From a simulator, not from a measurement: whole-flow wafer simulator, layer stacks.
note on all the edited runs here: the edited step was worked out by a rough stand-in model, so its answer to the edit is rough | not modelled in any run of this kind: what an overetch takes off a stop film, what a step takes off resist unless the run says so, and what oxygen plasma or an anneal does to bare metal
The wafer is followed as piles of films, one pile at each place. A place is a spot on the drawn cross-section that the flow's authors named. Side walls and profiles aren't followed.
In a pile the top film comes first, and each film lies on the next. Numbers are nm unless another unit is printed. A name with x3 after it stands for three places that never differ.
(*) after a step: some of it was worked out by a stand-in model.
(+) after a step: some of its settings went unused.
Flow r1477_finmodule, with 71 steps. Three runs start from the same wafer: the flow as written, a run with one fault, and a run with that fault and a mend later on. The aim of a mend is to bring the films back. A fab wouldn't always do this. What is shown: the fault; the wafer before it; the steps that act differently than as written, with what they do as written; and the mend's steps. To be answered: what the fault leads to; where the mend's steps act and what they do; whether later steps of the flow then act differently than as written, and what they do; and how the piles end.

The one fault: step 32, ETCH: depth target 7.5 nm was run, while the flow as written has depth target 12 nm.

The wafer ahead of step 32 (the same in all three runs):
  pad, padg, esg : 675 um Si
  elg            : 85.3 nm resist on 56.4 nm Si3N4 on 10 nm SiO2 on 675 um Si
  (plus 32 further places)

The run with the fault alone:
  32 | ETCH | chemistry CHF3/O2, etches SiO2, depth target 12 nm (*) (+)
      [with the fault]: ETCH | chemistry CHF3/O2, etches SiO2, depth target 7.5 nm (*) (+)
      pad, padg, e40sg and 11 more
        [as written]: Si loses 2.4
        [with the fault]: Si loses 1.5
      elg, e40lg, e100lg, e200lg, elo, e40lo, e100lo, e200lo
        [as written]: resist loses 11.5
        [with the fault]: resist loses 7.19
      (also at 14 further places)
  Steps further on in the flow that do not act as written (3 other steps are not shown; they differ only slightly, by no more than 2% or 0.5 nm, whichever is larger):
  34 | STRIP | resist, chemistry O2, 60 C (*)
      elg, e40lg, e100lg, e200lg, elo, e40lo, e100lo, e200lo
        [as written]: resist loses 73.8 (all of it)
        [with the fault]: resist loses 78.1 (all of it)
  The piles end only slightly different from the flow's at the places that both follow, by no more than 2% or 0.5 nm, whichever is larger.

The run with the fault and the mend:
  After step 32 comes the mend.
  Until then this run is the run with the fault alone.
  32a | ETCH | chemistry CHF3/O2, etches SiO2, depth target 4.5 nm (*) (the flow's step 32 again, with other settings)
      pad, padg, e40sg and 11 more
        Si loses 0.9
      elg, e40lg, e100lg, e200lg, elo, e40lo, e100lo, e200lo
        resist loses 4.31
      s40sg_line, s45sg_line, s50sg_line, s40so_line, s45so_line, s50so_line
        SiO2 loses 4.5
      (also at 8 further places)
  None of the later steps of the flow differs from how it acts as written, at any place that is followed, by more than 2% or 0.5 nm, whichever is larger.
  The piles end only slightly different from the flow's at the places that both follow, by no more than 2% or 0.5 nm, whichever is larger.
